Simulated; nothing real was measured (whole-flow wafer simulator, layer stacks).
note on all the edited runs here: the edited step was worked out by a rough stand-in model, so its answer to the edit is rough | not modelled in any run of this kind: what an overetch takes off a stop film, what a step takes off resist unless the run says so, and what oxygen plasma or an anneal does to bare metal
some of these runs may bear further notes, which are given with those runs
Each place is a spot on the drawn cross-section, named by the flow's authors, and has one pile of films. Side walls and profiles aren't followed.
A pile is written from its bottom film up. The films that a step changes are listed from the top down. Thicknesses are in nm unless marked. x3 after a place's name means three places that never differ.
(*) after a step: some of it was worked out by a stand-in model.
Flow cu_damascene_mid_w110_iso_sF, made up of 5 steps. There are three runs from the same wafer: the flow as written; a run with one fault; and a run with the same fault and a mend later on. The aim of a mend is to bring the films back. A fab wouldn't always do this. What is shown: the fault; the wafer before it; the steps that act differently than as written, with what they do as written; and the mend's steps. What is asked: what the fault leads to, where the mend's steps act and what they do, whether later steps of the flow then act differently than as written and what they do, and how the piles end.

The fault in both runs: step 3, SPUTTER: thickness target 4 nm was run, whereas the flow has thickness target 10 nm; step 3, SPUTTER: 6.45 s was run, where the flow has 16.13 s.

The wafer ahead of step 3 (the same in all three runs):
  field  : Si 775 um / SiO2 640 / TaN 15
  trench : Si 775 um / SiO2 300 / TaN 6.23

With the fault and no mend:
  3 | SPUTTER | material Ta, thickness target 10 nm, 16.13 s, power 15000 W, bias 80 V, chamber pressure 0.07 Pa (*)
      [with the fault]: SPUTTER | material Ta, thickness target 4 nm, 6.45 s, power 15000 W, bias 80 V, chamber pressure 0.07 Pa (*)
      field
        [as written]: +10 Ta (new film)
        [with the fault]: +4 Ta (new film)
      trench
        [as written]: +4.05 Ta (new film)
        [with the fault]: +1.62 Ta (new film)
  None of the later steps of the flow differs from how it acts as written, at any place that is followed, by more than 2% or 0.5 nm, whichever is larger.
  At field, trench, the piles at the end differ from the flow's by more than 2% or 0.5 nm, whichever is larger.
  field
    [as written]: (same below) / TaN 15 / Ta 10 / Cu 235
    [with the fault]: (same below) / TaN 15 / Ta 4 / Cu 235
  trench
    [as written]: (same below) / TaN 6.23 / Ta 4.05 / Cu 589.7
    [with the fault]: (same below) / TaN 6.23 / Ta 1.62 / Cu 586.2

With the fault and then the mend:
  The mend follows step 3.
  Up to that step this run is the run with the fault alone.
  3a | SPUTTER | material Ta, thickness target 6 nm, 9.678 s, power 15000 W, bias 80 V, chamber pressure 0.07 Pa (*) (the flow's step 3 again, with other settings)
      field
        +6 Ta
      trench
        +2.39 Ta
  None of the later steps of the flow differs from how it acts as written, at any place that is followed, by more than 2% or 0.5 nm, whichever is larger.
  At the end the piles are close to the flow's at the places that both follow, differing by at most 2% or 0.5 nm, whichever is larger.
